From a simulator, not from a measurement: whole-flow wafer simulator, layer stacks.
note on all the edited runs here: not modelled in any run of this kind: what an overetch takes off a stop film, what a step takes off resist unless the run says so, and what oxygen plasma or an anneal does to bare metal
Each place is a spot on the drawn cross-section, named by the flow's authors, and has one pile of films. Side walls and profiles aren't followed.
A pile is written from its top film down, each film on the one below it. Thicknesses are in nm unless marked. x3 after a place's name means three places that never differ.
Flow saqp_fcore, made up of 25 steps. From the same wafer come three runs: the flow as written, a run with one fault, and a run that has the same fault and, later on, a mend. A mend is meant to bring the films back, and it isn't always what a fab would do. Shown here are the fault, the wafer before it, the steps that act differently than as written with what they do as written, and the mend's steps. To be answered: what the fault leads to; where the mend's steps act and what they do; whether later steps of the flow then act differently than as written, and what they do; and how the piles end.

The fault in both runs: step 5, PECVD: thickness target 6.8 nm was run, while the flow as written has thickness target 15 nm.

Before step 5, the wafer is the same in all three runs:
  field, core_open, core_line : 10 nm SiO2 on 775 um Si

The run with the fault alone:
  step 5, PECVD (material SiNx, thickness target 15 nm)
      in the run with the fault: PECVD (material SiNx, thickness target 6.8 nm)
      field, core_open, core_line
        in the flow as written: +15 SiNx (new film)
        in the run with the fault: +6.8 SiNx (new film)
  None of the later steps of the flow acts differently than as written at any place that is followed.
  By the end, the piles at field, core_open, core_line depart from the flow's by more than 2% or 0.5 nm, whichever is larger.
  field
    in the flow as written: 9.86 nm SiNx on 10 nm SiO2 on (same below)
    in the run with the fault: 1.66 nm SiNx on 10 nm SiO2 on (same below)
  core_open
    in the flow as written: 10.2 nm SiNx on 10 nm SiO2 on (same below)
    in the run with the fault: 1.98 nm SiNx on 10 nm SiO2 on (same below)
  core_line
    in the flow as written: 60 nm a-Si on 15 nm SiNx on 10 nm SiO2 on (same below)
    in the run with the fault: 60 nm a-Si on 6.8 nm SiNx on 10 nm SiO2 on (same below)

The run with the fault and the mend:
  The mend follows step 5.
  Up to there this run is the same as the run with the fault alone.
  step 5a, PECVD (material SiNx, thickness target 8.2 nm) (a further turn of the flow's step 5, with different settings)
      field, core_open, core_line
        +8.2 SiNx
  None of the later steps of the flow acts differently than as written at any place that is followed.
  The piles end the same as the flow's at every place that both follow.
